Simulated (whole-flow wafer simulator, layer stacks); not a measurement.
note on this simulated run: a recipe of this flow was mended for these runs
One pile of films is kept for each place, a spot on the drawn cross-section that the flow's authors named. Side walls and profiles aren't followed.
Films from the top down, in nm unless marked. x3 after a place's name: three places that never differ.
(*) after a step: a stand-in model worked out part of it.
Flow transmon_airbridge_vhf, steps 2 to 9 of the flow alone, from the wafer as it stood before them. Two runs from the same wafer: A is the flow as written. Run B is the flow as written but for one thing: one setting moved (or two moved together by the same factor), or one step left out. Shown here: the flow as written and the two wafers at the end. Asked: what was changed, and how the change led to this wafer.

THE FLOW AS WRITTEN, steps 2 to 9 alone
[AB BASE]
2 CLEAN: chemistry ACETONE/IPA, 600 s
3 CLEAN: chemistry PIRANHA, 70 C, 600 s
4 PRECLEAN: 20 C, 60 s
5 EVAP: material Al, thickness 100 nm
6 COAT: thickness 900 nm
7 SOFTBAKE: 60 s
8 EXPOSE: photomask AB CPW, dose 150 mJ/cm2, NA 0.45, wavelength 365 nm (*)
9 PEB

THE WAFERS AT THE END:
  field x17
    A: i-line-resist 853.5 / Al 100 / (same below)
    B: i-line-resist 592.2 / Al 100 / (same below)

The cause: step 6, COAT: thickness 624 nm was run, where the flow has thickness 900 nm.

How the change led to this, step by step:
  6 COAT: thickness 900 nm
      field x17: A i-line-resist +900 (new film) | B i-line-resist +624 (new film)
  9 PEB
      field x17: A i-line-resist -46.5 | B i-line-resist -31.8
